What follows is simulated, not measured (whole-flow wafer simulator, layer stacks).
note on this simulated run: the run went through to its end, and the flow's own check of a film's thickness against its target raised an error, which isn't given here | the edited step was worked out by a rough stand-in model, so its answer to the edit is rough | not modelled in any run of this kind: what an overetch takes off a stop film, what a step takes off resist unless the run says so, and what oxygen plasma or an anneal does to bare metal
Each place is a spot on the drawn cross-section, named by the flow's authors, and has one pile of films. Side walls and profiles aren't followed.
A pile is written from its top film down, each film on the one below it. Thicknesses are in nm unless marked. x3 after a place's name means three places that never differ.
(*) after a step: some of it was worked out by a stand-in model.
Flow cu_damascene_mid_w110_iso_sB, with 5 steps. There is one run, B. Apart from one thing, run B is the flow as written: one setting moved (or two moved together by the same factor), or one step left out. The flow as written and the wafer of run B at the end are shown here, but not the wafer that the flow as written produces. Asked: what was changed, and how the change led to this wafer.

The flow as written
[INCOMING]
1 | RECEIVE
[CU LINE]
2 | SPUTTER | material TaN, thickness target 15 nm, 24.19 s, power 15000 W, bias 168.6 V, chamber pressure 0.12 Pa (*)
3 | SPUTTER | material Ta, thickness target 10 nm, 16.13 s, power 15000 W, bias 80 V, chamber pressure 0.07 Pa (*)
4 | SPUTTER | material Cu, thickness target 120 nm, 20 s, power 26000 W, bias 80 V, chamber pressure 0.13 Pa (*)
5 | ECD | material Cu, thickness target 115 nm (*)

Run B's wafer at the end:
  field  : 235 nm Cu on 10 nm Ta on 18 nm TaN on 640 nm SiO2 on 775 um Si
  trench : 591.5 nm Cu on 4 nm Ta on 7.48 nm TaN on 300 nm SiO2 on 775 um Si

The reason: step 2, SPUTTER: 29.03 s was run, whereas the flow has 24.19 s.

The path from the change to this, step by step:
  2 | SPUTTER | material TaN, thickness target 15 nm, 24.19 s, power 15000 W, bias 168.6 V, chamber pressure 0.12 Pa (*)
      field: +18 TaN (new film) (in the flow as written it would be: +15 TaN (new film))
      trench: +7.48 TaN (new film) (in the flow as written it would be: +6.23 TaN (new film))
